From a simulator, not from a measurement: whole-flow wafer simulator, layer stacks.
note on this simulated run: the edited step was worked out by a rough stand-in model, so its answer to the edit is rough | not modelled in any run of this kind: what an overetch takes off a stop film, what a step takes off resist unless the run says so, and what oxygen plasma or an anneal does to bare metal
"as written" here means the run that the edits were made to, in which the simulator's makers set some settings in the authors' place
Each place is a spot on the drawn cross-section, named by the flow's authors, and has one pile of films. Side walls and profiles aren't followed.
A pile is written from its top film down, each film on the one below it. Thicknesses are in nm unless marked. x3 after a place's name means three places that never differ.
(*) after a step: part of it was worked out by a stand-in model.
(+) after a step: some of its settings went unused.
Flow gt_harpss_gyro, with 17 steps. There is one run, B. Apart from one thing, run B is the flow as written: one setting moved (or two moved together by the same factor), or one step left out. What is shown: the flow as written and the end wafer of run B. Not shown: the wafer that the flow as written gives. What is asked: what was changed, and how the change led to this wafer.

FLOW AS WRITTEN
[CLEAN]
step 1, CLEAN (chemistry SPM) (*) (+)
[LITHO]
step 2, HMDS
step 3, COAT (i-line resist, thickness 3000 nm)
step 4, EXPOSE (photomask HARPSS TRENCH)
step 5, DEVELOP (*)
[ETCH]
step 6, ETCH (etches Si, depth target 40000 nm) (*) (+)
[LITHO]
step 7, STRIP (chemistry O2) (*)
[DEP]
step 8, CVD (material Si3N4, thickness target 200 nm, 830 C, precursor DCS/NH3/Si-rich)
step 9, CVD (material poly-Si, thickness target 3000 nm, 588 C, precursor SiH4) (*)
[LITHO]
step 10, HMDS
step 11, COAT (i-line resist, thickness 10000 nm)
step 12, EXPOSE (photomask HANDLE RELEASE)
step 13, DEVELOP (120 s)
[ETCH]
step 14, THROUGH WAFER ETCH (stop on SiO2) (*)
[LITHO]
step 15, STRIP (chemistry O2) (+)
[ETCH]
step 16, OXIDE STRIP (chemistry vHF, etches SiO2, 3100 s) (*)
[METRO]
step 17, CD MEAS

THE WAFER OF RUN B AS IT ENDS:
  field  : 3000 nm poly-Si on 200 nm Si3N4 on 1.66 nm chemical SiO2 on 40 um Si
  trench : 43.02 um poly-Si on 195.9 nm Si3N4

What caused this: step 6, ETCH: depth target 42000 nm was run, whereas the flow has depth target 40000 nm.

The path from the change to this, step by step:
  step 6, ETCH (etches Si, depth target 40000 nm) (*) (+)
      trench: -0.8 chemical SiO2 (all of it), -40 um Si (all of it), -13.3 SiO2 (it would be, as written: -0.8 chemical SiO2 (all of it), -40 um Si (all of it))
      field: -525 i-line resist (it would be, as written: -500 i-line resist)
  step 9, CVD (material poly-Si, thickness target 3000 nm, 588 C, precursor SiH4) (*)
      trench: +43.02 um poly-Si (new film) (it would be, as written: +43.01 um poly-Si (new film))
